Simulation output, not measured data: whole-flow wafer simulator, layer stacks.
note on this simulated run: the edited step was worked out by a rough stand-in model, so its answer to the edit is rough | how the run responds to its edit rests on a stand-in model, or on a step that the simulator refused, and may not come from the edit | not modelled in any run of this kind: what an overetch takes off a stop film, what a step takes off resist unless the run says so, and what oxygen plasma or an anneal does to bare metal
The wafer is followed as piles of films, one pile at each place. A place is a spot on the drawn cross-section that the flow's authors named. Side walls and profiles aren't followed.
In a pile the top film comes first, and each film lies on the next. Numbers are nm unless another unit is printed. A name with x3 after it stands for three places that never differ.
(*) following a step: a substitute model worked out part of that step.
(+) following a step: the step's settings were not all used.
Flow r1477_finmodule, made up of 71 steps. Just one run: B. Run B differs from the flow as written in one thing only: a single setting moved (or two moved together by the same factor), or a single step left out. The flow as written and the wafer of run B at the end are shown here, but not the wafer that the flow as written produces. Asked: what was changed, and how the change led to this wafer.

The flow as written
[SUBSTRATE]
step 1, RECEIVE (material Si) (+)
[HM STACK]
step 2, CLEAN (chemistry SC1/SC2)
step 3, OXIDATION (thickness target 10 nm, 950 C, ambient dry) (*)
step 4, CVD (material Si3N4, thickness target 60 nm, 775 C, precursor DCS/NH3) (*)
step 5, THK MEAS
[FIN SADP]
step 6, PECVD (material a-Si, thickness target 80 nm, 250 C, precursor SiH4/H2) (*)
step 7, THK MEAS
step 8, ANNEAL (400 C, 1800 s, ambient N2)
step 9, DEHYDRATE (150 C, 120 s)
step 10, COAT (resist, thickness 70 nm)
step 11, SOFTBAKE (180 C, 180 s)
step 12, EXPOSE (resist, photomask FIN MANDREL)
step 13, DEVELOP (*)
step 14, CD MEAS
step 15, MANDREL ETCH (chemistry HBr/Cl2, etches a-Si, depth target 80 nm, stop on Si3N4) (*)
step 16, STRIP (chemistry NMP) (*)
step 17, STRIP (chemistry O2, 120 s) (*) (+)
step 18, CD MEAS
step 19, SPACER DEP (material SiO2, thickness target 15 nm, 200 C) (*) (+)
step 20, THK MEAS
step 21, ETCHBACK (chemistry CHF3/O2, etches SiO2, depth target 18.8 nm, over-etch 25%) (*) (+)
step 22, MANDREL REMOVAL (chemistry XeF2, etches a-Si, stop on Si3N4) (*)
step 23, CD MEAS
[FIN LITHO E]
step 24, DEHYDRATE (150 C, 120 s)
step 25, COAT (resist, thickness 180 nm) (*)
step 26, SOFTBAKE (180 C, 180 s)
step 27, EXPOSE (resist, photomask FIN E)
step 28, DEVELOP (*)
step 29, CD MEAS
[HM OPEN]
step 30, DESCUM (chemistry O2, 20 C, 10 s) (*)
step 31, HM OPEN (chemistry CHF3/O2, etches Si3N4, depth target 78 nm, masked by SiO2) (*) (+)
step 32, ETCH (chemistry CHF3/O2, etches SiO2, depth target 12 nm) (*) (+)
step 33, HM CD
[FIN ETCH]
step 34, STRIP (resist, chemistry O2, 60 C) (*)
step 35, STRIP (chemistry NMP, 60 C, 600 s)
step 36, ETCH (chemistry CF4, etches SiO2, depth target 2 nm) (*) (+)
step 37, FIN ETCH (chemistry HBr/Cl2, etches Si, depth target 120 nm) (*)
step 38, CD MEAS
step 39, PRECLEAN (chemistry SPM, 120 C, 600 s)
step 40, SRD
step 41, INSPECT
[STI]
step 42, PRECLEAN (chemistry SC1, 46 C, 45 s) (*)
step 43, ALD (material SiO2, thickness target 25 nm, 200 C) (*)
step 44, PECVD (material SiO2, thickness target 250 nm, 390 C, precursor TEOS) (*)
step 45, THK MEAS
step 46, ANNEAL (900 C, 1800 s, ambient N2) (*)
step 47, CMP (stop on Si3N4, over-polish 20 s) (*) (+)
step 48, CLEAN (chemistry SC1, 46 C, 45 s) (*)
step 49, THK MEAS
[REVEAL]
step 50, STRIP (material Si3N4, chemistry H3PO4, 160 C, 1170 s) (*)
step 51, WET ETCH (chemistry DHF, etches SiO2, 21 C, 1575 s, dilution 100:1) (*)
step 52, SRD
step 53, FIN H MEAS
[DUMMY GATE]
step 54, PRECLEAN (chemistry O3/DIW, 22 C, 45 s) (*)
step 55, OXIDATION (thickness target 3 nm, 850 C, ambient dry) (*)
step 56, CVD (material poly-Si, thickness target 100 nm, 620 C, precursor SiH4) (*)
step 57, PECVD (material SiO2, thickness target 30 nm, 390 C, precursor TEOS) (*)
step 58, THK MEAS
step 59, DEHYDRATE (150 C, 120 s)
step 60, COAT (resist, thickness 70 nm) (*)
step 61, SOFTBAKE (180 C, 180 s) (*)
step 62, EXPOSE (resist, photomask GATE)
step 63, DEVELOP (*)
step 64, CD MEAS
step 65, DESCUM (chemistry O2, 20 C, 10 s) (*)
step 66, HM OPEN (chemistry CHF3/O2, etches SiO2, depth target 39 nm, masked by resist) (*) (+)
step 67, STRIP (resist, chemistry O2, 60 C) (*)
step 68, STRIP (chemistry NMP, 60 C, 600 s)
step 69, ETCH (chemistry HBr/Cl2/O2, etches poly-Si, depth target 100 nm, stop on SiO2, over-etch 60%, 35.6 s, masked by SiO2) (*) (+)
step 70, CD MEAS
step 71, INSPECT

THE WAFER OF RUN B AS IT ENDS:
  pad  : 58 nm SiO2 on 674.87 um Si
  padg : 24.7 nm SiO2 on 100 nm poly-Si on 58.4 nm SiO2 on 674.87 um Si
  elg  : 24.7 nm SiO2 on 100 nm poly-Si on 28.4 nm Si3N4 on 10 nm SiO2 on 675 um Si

What caused this: step 51, WET ETCH: 2402 s was run, while the flow as written has 1575 s.

How this came from the change, step by step:
  step 51, WET ETCH (chemistry DHF, etches SiO2, 21 C, 1575 s, dilution 100:1) (*)
      pad, padg, e40sg and 12 more: -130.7 SiO2 (it would be, as written: -85.7 SiO2)
      elg, e40lg, e100lg, e200lg, elo, e40lo, e100lo, e200lo: -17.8 SiO2 (all of it), -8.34 Si3N4 (it would be, as written: -17.8 SiO2 (all of it), -4.97 Si3N4)
      (and at 7 other places as well)
  step 56, CVD (material poly-Si, thickness target 100 nm, 620 C, precursor SiH4) (*)
      s40cg, s40co: +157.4 poly-Si (new film) (it would be, as written: +113.9 poly-Si (new film))
      s45cg, s45co: +157.4 poly-Si (new film) (it would be, as written: +113.4 poly-Si (new film))
      (and at 3 other places as well)
  step 60, COAT (resist, thickness 70 nm) (*)
      e40lg, e100lg, e200lg, elo, e40lo, e100lo, e200lo: +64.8 resist (new film) (it would be, as written: +66.9 resist (new film))
      e40sg, e40so: +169 resist (new film) (it would be, as written: +129.5 resist (new film))
      (and at 17 other places as well)
  step 63, DEVELOP (*)
      elo, e40lo, e100lo, e200lo: -64.8 resist (all of it) (it would be, as written: -66.9 resist (all of it))
      eso: -168.9 resist (all of it) (it would be, as written: -129.5 resist (all of it))
      (and at 9 other places as well)
  step 67, STRIP (resist, chemistry O2, 60 C) (*)
      e40lg, e100lg, e200lg: -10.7 resist (all of it) (it would be, as written: -12.8 resist (all of it))
      e40sg: -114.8 resist (all of it) (it would be, as written: -75.4 resist (all of it))
      (and at 11 other places as well)
  step 69, ETCH (chemistry HBr/Cl2/O2, etches poly-Si, depth target 100 nm, stop on SiO2, over-etch 60%, 35.6 s, masked by SiO2) (*) (+)
      s40co: -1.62 chemical SiO2 (all of it), -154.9 poly-Si (all of it) (it would be, as written: -1.46 chemical SiO2 (all of it), -111.5 poly-Si (all of it), -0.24 SiO2)
      s45co: -1.62 chemical SiO2 (all of it), -154.9 poly-Si (all of it) (it would be, as written: -1.46 chemical SiO2 (all of it), -110.9 poly-Si (all of it), -0.25 SiO2)
      (and at 1 other place as well)
